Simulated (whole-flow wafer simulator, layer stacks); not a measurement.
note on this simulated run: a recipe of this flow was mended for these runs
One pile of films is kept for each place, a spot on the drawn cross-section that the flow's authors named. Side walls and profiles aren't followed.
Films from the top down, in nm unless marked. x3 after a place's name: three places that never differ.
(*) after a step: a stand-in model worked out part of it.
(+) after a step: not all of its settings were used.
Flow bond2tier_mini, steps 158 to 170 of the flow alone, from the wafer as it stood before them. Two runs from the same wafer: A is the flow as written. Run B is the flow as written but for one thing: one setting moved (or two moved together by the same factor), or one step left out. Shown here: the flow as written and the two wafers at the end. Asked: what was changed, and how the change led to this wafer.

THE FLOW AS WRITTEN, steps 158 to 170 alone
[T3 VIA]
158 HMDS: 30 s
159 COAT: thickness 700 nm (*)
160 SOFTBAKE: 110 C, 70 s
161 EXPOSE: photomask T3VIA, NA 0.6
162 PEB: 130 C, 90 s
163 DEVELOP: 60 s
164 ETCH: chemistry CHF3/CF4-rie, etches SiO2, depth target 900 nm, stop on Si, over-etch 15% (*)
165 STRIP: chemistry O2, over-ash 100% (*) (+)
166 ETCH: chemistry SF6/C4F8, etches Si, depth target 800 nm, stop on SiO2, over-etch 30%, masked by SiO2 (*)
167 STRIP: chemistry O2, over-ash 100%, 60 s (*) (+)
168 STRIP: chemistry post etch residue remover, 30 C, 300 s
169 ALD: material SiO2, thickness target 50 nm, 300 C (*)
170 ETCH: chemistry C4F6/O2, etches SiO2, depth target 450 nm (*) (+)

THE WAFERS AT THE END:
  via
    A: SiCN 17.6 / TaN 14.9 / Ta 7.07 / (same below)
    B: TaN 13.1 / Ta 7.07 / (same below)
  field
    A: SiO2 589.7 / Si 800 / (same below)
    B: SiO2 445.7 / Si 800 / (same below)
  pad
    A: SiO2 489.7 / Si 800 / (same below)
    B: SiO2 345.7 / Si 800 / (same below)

The cause: step 169, ALD: thickness target 68 nm was run, where the flow has thickness target 50 nm; step 170, ETCH: depth target 612 nm was run, where the flow has depth target 450 nm.

How the change led to this, step by step:
  169 ALD: material SiO2, thickness target 50 nm, 300 C (*)
      field, pad, via: A SiO2 +50 | B SiO2 +68
  170 ETCH: chemistry C4F6/O2, etches SiO2, depth target 450 nm (*) (+)
      via: A SiO2 -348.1 (all of it), SiCN -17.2 | B SiO2 -366.1 (all of it), SiCN -34.8 (all of it), TaN -1.79
      field, pad: A SiO2 -450 | B SiO2 -612
